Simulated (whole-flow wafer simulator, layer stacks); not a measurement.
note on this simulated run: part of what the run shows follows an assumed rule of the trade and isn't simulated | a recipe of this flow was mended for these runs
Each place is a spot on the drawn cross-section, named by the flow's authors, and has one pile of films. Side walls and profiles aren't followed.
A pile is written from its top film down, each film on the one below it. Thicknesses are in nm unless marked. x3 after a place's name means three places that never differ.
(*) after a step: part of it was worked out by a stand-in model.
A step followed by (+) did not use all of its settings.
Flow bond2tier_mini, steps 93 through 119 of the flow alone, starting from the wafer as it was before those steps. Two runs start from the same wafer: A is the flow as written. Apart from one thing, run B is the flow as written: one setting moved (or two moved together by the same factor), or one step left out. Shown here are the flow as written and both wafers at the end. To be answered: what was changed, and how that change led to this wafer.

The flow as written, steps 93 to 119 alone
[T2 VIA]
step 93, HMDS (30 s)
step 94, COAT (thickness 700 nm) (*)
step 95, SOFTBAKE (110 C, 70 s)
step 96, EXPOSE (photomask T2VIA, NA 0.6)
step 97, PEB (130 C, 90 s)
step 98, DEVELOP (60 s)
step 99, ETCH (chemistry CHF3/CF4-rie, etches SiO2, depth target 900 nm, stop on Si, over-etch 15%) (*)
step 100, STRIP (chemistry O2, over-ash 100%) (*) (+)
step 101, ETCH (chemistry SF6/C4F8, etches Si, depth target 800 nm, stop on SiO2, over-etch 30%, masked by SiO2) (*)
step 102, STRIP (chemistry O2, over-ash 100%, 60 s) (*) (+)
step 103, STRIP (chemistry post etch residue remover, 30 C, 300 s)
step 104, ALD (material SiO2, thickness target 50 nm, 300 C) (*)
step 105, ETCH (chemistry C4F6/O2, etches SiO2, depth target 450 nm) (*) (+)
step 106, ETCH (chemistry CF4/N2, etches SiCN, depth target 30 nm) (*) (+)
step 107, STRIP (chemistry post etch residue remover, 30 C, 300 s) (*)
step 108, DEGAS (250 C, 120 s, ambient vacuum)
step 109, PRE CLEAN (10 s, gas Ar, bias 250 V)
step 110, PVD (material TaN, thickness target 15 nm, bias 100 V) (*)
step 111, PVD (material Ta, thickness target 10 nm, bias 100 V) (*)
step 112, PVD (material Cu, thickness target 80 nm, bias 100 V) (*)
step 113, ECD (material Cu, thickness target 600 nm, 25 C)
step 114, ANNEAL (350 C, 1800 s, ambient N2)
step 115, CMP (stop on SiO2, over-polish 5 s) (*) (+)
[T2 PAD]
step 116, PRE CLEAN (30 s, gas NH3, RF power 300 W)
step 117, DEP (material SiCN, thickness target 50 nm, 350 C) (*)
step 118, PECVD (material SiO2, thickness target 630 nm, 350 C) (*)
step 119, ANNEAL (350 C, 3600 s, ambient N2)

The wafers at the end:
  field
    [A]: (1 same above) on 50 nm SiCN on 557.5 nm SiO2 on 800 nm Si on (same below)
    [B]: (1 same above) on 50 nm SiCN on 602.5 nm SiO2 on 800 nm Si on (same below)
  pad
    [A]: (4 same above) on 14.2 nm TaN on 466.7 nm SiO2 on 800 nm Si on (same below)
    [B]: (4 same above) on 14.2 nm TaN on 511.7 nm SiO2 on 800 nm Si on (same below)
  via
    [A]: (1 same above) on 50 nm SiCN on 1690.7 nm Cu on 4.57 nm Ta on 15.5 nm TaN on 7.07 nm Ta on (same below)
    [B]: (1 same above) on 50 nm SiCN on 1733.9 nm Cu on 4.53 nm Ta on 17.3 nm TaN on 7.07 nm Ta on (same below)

Cause: step 105, ETCH: depth target 405 nm was run, while the flow as written has depth target 450 nm.

The path from the change to this, step by step:
  step 105, ETCH (chemistry C4F6/O2, etches SiO2, depth target 450 nm) (*) (+)
      field, pad: A -450 SiO2 | B -405 SiO2
      via: A -348.1 SiO2 (all of it), -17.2 SiCN | B -348.1 SiO2 (all of it), -9.59 SiCN
  step 106, ETCH (chemistry CF4/N2, etches SiCN, depth target 30 nm) (*) (+)
      via: A -17.6 SiCN (all of it), -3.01 TaN | B -25.2 SiCN (all of it), -1.16 TaN
